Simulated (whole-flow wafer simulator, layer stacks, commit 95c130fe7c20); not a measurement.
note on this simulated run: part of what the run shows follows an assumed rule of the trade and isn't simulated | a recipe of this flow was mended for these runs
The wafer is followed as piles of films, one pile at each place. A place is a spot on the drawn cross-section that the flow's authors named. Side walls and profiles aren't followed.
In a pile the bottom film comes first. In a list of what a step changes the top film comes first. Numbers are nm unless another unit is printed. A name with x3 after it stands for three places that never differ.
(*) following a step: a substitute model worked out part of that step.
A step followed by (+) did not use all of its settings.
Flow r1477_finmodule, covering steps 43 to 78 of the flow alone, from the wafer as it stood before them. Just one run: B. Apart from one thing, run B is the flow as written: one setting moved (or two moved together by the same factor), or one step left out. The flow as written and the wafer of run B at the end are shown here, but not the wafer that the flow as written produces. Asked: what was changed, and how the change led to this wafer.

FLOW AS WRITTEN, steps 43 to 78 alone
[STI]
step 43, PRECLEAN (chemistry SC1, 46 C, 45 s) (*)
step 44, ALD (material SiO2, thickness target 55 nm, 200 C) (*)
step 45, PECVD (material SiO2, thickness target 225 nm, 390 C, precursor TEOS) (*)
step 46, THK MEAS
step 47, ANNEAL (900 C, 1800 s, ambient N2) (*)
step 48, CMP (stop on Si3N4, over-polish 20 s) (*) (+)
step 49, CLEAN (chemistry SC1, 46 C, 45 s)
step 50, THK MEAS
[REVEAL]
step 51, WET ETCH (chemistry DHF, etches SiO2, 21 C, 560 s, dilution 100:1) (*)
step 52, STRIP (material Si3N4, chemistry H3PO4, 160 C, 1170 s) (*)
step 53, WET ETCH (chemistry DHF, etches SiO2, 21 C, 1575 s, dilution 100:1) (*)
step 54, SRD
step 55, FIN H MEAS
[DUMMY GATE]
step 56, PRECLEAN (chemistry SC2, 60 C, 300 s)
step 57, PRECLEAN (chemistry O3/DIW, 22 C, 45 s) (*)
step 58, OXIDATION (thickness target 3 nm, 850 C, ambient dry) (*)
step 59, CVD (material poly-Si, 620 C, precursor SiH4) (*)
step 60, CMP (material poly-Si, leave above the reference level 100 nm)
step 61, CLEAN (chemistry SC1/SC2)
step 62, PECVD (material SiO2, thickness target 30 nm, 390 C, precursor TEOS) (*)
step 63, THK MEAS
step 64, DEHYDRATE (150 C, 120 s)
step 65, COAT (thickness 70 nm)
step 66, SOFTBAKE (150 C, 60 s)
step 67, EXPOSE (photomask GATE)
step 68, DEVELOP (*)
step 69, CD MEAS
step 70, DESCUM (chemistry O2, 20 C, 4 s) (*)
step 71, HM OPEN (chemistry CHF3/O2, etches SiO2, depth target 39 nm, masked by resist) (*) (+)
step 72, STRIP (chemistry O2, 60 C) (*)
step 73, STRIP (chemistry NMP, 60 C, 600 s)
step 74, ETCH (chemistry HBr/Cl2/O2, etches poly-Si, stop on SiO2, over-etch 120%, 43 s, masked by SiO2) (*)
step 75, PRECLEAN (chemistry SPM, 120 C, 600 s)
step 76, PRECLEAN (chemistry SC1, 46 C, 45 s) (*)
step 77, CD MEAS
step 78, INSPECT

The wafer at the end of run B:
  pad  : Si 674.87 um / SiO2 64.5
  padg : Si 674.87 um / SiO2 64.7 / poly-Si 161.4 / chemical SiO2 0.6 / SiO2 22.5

Cause: step 45, PECVD: thickness target 135.1 nm was run, whereas the flow has thickness target 225 nm.

The path from the change to this, step by step:
  step 45, PECVD (material SiO2, thickness target 225 nm, 390 C, precursor TEOS) (*)
      pad, padg, elg x4 and 30 more: +135.1 SiO2 (it would be, as written: +225 SiO2)
  step 47, ANNEAL (900 C, 1800 s, ambient N2) (*)
      pad, padg, elg x4 and 30 more: -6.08 SiO2 (it would be, as written: -10.1 SiO2)
  step 48, CMP (stop on Si3N4, over-polish 20 s) (*) (+)
      pad, padg: nothing (it would be, as written: -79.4 SiO2)
      elg x4, esg, e40sg and 10 more: -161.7 SiO2 (it would be, as written: -247.6 SiO2)
      (as well as at 18 more places)
  step 60, CMP (material poly-Si, leave above the reference level 100 nm)
      pad, padg: -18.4 poly-Si (it would be, as written: -24.8 poly-Si)
  step 74, ETCH (chemistry HBr/Cl2/O2, etches poly-Si, stop on SiO2, over-etch 120%, 43 s, masked by SiO2) (*)
      pad: -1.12 chemical SiO2 (all of it), -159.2 poly-Si (all of it), -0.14 SiO2 (it would be, as written: -1.12 chemical SiO2 (all of it), -152.8 poly-Si (all of it), -0.17 SiO2)
